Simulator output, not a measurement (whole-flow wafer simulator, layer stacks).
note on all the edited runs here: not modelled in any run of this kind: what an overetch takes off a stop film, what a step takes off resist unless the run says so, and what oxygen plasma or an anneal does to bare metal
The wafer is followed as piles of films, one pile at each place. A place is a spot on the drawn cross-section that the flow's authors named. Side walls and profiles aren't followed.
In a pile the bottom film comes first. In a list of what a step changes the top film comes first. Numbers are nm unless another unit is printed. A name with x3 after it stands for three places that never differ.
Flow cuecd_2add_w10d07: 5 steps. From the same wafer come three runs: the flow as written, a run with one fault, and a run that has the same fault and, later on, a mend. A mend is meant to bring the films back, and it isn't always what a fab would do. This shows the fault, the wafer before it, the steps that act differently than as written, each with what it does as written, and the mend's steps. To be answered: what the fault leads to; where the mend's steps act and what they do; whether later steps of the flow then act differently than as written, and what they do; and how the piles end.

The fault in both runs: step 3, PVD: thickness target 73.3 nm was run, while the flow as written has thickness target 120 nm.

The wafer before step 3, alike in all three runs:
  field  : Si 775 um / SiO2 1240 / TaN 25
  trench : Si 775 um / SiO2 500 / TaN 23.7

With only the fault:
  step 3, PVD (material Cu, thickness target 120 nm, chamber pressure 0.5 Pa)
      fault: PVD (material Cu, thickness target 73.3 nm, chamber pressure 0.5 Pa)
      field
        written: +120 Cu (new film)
        fault: +73.3 Cu (new film)
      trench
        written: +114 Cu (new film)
        fault: +69.6 Cu (new film)
  Every later step of the flow that is run acts as written at every place that is followed.
  By the end, the piles at field, trench depart from the flow's by more than 2% or 0.5 nm, whichever is larger.
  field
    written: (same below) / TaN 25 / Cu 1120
    fault: (same below) / TaN 25 / Cu 1073.3
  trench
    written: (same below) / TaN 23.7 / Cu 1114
    fault: (same below) / TaN 23.7 / Cu 1069.6

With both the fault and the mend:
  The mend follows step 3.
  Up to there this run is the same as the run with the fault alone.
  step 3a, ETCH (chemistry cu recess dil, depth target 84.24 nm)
      field
        -73.3 Cu (all of it)
      trench
        -69.6 Cu (all of it)
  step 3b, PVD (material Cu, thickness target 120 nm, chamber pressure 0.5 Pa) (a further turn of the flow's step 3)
      field
        +120 Cu (new film)
      trench
        +114 Cu (new film)
  Every later step of the flow that is run acts as written at every place that is followed.
  At every place that both follow, the piles at the end match the flow's.
